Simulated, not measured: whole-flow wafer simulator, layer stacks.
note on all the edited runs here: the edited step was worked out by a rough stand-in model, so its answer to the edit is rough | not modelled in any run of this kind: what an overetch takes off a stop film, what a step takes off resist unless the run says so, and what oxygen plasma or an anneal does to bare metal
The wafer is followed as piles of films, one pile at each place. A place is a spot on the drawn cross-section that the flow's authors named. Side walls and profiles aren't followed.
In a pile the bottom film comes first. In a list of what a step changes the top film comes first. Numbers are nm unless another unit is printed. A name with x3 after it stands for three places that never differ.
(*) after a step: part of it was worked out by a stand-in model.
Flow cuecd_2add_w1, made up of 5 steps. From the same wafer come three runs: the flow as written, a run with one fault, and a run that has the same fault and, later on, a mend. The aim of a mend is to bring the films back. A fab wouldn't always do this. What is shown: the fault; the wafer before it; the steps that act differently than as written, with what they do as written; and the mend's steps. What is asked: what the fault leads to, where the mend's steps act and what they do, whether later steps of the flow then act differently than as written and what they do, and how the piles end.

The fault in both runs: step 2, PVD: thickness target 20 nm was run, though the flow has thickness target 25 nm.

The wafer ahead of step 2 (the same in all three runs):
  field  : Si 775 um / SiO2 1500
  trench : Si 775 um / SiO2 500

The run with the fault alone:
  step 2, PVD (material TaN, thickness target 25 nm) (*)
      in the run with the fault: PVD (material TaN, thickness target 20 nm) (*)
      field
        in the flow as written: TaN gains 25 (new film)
        in the run with the fault: TaN gains 20 (new film)
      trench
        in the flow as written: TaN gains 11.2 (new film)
        in the run with the fault: TaN gains 8.99 (new film)
  None of the later steps of the flow differs from how it acts as written, at any place that is followed, by more than 2% or 0.5 nm, whichever is larger.
  By the end, the piles at field, trench depart from the flow's by more than 2% or 0.5 nm, whichever is larger.
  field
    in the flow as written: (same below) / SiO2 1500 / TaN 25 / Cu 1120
    in the run with the fault: (same below) / SiO2 1500 / TaN 20 / Cu 1120
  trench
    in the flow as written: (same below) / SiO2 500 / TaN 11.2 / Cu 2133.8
    in the run with the fault: (same below) / SiO2 500 / TaN 8.99 / Cu 2131

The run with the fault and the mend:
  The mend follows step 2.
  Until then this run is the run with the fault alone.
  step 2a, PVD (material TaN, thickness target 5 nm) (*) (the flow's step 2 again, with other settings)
      field
        TaN gains 5
      trench
        TaN gains 2.2
  None of the later steps of the flow acts differently than as written at any place that is followed.
  At every place that both follow, the piles at the end match the flow's.
